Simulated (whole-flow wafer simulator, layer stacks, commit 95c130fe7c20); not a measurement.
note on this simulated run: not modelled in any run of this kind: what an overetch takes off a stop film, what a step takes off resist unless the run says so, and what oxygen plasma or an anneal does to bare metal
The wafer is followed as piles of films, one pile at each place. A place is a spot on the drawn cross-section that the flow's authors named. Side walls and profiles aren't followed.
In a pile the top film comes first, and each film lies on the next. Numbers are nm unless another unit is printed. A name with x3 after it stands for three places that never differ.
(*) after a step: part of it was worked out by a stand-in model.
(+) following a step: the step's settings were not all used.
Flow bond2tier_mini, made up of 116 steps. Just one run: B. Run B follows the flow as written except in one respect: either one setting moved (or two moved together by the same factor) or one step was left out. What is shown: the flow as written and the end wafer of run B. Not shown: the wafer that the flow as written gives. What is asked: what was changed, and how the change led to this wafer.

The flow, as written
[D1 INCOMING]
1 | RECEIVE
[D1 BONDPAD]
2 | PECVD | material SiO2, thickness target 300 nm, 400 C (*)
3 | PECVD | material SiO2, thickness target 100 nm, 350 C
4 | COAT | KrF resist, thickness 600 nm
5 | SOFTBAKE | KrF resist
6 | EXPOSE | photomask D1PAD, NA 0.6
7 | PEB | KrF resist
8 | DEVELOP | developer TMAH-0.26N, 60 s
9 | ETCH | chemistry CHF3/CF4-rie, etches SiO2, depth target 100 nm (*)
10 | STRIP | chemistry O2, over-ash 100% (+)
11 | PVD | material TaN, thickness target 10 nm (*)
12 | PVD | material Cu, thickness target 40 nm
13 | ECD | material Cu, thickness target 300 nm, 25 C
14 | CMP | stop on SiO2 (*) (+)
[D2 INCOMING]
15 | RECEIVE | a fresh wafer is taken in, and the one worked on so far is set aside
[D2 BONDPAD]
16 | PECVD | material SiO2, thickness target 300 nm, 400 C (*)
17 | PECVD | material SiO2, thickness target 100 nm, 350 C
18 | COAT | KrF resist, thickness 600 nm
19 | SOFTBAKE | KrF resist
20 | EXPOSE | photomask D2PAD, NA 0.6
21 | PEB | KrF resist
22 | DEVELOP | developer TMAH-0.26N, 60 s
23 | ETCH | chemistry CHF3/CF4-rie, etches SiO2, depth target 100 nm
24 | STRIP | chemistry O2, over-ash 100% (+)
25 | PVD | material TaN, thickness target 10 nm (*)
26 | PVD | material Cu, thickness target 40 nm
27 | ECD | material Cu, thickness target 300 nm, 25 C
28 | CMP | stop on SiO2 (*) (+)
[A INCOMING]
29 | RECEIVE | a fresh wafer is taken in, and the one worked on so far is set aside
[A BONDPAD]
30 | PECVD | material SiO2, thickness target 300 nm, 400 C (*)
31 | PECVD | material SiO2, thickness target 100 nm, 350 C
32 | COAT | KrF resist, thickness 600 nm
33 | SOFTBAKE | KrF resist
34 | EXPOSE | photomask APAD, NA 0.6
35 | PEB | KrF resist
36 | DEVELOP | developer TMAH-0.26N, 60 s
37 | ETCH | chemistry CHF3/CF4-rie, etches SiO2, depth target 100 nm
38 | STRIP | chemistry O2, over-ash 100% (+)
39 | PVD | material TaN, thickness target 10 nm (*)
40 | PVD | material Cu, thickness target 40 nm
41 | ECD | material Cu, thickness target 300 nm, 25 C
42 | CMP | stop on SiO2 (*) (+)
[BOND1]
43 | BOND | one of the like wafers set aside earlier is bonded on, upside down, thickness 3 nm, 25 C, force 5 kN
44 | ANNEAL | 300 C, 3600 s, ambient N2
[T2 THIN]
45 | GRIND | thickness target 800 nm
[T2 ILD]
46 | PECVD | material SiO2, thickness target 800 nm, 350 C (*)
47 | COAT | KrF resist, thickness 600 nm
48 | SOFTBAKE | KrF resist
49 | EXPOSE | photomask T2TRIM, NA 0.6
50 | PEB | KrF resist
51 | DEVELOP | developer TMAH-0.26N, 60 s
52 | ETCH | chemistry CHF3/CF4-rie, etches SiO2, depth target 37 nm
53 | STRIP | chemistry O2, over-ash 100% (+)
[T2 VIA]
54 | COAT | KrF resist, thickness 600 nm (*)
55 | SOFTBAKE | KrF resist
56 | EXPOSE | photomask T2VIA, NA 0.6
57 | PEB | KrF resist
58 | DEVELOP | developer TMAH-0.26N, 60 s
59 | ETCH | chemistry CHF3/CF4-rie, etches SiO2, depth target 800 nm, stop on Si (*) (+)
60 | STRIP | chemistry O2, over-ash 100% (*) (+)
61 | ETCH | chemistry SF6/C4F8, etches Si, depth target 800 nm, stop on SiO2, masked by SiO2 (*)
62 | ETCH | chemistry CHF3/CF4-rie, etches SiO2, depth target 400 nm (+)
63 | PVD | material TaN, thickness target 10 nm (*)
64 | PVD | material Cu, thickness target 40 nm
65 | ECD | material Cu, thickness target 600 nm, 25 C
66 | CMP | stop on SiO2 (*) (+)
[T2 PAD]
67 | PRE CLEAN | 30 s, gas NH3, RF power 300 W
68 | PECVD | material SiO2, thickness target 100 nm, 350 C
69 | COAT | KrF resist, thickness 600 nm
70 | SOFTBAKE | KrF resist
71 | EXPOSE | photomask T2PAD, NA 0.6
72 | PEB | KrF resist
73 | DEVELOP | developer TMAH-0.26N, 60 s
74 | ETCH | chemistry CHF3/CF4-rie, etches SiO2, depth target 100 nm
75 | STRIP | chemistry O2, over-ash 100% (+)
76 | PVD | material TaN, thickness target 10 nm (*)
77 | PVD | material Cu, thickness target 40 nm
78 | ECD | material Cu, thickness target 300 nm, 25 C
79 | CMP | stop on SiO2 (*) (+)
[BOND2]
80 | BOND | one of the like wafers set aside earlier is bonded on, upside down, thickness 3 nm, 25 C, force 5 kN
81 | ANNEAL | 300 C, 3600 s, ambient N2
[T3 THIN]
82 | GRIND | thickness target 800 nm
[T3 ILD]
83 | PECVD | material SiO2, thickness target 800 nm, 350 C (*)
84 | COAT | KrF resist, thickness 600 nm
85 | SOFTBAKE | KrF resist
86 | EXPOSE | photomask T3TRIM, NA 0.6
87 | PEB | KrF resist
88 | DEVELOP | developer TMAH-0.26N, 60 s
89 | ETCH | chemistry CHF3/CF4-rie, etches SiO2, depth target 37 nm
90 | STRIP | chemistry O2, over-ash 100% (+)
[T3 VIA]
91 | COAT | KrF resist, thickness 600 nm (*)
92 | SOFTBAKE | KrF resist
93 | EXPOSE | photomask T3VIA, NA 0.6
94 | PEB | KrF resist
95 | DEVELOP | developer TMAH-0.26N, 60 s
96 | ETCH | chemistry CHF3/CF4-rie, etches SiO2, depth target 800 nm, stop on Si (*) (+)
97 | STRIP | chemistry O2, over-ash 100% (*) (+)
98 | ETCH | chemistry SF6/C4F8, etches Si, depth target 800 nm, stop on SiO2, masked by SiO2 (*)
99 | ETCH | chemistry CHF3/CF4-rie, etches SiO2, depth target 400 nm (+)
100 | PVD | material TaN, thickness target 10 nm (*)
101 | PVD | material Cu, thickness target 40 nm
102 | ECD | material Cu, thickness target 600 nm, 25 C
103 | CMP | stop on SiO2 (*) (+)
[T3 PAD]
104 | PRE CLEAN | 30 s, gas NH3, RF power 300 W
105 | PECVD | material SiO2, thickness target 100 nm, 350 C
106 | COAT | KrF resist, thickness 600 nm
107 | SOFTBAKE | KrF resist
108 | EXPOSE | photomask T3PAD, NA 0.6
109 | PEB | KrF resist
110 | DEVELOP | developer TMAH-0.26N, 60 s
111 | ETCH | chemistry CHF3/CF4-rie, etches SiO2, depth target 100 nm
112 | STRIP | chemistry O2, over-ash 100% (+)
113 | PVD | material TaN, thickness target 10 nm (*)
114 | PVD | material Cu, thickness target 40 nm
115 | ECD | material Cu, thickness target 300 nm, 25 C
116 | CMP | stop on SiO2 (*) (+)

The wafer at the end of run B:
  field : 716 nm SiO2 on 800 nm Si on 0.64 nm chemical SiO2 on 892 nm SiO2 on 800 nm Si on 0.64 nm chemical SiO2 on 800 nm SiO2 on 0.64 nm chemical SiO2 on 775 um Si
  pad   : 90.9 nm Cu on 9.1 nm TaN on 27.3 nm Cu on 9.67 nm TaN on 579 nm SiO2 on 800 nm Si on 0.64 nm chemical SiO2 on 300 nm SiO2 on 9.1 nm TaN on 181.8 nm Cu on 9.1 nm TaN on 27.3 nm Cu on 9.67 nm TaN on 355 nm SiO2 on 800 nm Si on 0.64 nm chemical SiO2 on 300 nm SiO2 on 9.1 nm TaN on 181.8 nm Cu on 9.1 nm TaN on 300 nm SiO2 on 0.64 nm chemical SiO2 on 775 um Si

What caused this: step 99, ETCH: depth target 176 nm was run, whereas the flow has depth target 400 nm.

Step by step, how the change led to this:
  99 | ETCH | chemistry CHF3/CF4-rie, etches SiO2, depth target 400 nm (+)
      field, pad: SiO2 loses 176 (as written it would have been: SiO2 loses 400)
